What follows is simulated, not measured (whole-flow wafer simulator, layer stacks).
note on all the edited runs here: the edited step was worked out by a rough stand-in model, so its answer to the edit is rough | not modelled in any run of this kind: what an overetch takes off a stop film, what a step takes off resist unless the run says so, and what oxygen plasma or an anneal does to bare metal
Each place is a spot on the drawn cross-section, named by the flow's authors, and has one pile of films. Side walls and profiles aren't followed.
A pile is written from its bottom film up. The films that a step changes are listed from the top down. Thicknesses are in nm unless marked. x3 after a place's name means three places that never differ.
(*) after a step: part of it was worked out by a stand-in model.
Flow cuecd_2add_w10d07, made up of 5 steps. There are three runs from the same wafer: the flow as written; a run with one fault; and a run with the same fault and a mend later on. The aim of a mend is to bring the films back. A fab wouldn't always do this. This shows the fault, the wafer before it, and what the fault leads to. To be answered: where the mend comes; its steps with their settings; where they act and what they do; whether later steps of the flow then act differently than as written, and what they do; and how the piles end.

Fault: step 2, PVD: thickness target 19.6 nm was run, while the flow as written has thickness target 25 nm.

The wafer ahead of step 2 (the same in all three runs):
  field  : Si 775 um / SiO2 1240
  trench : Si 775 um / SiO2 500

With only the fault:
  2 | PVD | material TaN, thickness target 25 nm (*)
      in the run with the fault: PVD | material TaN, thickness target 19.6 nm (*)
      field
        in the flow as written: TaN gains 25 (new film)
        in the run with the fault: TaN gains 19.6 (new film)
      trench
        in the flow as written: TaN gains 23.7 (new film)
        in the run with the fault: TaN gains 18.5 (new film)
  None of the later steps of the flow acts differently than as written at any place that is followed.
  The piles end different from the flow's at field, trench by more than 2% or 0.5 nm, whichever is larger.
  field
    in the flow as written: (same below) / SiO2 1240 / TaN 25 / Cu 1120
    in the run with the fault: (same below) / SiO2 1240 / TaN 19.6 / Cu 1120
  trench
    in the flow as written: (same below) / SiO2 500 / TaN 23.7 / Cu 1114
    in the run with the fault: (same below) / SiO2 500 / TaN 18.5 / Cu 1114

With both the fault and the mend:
  The mend follows step 2.
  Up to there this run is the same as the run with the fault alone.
  2a | PVD | material TaN, thickness target 5.4 nm (*) (the flow's step 2 again, with other settings)
      field
        TaN gains 5.4
      trench
        TaN gains 5.11
  None of the later steps of the flow acts differently than as written at any place that is followed.
  By the end, the piles equal the flow's at every place that both follow.
